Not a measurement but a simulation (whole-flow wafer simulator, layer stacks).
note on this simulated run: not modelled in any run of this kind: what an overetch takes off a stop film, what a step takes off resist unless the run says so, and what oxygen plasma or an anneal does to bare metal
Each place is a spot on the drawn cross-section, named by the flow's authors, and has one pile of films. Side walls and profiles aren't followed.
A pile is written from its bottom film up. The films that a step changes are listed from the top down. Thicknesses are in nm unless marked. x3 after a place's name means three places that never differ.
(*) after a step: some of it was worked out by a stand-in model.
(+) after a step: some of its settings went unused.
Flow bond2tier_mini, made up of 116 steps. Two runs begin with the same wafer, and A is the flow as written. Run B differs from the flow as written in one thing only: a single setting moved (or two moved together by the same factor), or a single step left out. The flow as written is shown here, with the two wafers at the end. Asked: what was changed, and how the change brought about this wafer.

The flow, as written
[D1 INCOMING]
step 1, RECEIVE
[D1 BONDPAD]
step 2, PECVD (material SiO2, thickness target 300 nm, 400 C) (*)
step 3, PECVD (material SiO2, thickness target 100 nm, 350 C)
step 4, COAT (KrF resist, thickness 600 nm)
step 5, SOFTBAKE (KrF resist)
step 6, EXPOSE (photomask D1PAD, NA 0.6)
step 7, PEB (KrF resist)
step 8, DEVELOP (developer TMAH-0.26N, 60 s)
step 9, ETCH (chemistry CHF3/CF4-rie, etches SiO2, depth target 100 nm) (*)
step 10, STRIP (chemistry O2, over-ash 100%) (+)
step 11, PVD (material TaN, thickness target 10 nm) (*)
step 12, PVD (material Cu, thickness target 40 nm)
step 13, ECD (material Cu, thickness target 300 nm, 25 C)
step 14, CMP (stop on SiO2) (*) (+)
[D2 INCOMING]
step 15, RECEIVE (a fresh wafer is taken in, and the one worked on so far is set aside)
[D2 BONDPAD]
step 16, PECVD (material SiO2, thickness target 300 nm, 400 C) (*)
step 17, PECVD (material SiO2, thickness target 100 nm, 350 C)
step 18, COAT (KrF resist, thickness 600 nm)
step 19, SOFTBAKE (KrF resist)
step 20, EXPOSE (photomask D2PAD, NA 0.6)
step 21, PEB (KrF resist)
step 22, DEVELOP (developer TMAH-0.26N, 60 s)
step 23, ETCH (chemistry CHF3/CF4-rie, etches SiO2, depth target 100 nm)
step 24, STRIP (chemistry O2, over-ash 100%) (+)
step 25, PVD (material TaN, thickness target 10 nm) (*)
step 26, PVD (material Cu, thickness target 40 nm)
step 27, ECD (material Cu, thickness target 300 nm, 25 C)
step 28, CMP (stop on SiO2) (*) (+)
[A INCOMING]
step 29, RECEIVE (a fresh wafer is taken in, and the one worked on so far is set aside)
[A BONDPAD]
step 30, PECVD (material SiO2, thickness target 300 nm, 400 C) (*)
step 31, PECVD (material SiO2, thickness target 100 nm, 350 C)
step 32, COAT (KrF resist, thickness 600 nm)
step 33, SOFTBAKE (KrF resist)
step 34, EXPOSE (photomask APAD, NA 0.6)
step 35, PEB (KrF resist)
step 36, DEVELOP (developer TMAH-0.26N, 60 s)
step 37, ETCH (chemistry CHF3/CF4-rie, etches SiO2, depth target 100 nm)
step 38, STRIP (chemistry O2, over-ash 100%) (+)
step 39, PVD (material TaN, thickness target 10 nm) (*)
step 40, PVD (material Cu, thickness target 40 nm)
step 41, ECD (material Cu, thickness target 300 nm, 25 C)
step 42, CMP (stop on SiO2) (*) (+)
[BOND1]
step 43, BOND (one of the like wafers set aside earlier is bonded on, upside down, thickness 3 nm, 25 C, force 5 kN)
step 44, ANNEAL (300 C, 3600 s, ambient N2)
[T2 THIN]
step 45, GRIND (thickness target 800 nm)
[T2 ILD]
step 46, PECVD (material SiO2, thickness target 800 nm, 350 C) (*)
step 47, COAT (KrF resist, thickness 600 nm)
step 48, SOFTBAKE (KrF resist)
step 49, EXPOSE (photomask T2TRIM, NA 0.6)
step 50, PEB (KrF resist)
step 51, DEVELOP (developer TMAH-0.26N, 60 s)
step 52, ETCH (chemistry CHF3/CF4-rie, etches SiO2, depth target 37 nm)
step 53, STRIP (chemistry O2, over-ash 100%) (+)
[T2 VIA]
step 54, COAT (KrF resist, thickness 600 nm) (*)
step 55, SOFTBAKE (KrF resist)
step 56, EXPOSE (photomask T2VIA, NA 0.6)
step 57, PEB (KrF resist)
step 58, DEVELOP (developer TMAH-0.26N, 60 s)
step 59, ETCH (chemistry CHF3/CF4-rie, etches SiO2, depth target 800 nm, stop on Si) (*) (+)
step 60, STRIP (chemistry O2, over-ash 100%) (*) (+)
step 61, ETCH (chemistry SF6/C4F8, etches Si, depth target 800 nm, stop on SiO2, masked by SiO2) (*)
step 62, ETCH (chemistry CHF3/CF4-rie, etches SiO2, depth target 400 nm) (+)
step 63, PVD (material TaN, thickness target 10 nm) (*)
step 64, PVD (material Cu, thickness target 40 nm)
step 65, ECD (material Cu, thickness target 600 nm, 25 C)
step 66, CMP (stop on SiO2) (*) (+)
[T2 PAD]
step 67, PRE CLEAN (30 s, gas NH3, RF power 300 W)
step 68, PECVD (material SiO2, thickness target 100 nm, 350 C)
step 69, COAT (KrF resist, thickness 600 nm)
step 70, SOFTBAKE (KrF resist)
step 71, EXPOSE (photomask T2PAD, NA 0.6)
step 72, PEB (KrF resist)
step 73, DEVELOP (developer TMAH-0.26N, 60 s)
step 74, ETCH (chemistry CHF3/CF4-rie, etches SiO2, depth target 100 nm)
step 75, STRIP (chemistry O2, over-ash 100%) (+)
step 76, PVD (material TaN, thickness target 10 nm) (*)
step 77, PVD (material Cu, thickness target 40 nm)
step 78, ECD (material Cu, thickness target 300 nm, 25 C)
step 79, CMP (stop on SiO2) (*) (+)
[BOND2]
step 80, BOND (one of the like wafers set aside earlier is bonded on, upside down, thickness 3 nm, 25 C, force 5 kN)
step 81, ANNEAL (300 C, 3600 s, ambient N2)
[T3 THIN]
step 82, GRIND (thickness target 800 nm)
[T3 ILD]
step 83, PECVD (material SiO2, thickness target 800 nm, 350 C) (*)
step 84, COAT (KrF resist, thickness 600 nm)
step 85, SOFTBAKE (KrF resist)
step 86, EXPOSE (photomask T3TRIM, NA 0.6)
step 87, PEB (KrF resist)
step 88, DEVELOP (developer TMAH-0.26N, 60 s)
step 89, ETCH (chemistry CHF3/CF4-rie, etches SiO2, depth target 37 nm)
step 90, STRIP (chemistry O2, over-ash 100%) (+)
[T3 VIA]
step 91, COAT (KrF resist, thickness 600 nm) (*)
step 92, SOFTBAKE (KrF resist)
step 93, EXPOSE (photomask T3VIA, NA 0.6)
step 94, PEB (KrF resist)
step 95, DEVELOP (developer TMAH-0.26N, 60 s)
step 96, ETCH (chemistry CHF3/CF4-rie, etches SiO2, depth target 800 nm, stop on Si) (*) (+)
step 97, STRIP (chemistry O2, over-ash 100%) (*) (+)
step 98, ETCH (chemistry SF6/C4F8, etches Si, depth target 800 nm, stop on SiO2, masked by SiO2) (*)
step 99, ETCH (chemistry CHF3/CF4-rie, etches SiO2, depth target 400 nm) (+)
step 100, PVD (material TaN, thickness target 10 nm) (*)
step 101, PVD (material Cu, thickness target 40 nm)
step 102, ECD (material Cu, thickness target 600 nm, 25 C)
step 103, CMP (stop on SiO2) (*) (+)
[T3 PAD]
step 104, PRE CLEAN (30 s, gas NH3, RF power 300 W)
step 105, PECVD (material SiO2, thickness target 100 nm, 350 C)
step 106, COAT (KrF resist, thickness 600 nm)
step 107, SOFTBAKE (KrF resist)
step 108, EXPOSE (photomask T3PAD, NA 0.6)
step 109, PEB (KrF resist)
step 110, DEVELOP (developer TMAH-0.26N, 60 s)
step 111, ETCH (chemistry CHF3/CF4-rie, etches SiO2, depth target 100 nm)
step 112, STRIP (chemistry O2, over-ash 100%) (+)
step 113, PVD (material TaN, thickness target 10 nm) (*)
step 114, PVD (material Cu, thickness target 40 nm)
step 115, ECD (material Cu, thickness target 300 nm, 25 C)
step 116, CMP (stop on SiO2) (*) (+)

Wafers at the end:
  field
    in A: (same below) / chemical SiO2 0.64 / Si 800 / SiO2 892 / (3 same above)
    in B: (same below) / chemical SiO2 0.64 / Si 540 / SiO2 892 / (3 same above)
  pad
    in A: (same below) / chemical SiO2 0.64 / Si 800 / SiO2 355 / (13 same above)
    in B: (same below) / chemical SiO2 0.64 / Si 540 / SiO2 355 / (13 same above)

What caused this: step 45, GRIND: thickness target 540 nm was run, though the flow has thickness target 800 nm.
One can read it off the wafer: field has Si 540, and step 45 as written asks for 800 nm.

The path from the change to this, step by step:
  step 45, GRIND (thickness target 800 nm)
      field, pad, via: A Si loses 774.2 um | B Si loses 774.46 um
